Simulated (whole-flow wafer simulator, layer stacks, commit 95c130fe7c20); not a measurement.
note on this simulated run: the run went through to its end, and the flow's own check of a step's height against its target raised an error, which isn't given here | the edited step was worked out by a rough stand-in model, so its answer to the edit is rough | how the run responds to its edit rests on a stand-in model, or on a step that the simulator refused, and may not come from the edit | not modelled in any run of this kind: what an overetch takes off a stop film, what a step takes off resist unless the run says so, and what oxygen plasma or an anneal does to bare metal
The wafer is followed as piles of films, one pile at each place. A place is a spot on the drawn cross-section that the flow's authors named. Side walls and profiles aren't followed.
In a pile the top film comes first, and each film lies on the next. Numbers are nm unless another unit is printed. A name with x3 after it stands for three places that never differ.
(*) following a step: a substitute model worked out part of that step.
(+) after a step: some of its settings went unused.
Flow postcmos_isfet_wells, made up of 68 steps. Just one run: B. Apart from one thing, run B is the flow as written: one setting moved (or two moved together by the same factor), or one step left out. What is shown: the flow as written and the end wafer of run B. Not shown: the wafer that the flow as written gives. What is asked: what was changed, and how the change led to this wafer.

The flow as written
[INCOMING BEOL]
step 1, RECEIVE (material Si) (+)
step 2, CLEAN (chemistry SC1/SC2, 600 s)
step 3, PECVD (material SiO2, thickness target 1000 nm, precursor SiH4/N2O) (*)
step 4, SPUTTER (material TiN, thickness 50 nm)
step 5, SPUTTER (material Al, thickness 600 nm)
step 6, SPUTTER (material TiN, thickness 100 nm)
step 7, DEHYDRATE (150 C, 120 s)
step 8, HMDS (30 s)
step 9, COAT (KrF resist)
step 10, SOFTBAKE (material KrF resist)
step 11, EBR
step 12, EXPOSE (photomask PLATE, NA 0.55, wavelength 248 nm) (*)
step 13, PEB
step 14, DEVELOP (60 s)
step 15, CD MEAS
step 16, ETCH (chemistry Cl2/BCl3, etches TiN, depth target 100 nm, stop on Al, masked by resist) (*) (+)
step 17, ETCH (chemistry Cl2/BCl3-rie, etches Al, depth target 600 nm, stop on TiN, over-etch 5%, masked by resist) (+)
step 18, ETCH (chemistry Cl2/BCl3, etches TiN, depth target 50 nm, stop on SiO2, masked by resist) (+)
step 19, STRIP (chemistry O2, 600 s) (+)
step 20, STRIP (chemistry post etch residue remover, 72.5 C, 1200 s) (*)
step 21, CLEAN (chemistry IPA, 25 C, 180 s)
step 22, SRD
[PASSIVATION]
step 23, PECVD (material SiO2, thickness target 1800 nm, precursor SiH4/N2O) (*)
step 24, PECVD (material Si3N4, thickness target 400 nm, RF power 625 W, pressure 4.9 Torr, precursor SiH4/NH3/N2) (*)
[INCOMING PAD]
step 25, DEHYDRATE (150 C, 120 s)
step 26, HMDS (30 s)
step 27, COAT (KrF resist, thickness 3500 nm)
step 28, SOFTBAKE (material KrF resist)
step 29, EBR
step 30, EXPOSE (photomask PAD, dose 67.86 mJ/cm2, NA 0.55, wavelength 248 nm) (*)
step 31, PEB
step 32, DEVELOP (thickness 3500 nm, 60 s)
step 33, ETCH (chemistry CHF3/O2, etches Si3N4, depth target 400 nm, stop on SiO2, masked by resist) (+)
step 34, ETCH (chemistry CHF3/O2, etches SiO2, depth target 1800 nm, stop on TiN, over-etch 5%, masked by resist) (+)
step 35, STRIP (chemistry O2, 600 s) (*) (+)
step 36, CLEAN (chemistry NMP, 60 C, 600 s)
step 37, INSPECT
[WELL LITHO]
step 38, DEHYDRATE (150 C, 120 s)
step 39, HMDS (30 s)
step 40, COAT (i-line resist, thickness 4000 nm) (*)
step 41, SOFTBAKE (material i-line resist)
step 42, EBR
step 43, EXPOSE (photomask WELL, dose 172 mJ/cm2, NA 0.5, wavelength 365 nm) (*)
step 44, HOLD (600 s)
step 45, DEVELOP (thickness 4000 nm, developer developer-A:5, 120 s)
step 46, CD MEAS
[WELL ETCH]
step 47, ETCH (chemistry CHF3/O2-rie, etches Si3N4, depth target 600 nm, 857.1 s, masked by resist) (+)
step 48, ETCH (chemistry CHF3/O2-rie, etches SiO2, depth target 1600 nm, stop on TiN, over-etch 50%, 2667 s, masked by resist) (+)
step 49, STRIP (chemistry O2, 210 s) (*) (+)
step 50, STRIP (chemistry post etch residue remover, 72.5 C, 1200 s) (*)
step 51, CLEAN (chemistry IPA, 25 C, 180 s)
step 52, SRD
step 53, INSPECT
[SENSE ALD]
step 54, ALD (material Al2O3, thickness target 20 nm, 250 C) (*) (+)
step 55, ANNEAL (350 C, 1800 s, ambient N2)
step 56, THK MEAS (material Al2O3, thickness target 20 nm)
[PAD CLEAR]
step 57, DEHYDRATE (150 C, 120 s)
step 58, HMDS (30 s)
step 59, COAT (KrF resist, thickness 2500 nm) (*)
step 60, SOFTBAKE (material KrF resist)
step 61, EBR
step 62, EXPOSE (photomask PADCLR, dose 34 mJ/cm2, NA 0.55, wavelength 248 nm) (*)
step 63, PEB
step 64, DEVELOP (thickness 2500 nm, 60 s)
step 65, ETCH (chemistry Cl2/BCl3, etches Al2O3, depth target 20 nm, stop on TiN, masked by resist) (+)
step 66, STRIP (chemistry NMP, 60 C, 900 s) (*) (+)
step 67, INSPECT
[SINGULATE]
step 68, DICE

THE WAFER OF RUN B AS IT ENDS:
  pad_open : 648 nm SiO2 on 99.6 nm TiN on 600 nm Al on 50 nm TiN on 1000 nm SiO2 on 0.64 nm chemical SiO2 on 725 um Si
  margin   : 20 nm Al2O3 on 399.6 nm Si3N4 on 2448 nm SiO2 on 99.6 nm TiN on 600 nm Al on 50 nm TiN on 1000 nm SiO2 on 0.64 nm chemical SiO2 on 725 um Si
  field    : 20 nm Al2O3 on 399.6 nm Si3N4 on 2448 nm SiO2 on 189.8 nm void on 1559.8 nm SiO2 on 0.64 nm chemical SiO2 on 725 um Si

The reason: step 23, PECVD: thickness target 2448 nm was run, whereas the flow has thickness target 1800 nm.
The wafer lets one read it off: margin has SiO2 2448, and step 23 as written asks for 1800 nm.

Step by step, how the change led to this:
  step 23, PECVD (material SiO2, thickness target 1800 nm, precursor SiH4/N2O) (*)
      margin, well900, well1300 x3, pad_rim, pad_clr, pad_open: +2448 SiO2 (new film) (it would be, as written: +1800 SiO2 (new film))
      field: +2448 SiO2 (new film), +189.8 void (new film), +559.8 SiO2 (it would be, as written: +1800 SiO2 (new film), +189.9 void (new film), +559.7 SiO2)
  step 34, ETCH (chemistry CHF3/O2, etches SiO2, depth target 1800 nm, stop on TiN, over-etch 5%, masked by resist) (+)
      pad_open: -1800 SiO2 (it would be, as written: -1800 SiO2 (all of it))
  step 48, ETCH (chemistry CHF3/O2-rie, etches SiO2, depth target 1600 nm, stop on TiN, over-etch 50%, 2667 s, masked by resist) (+)
      well900, well1300 x3: -2248 SiO2 (all of it) (it would be, as written: -1600 SiO2 (all of it))
  step 59, COAT (KrF resist, thickness 2500 nm) (*)
      field: +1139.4 KrF resist (new film) (it would be, as written: +1449 KrF resist (new film))
      margin: +1139.3 KrF resist (new film) (it would be, as written: +1448.9 KrF resist (new film))
  step 63, PEB
      field, margin: -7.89 KrF resist (it would be, as written: -10.1 KrF resist)
  step 66, STRIP (chemistry NMP, 60 C, 900 s) (*) (+)
      field: -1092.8 KrF resist (all of it) (it would be, as written: -1400.1 KrF resist (all of it))
      margin: -1092.7 KrF resist (all of it) (it would be, as written: -1400.1 KrF resist (all of it))
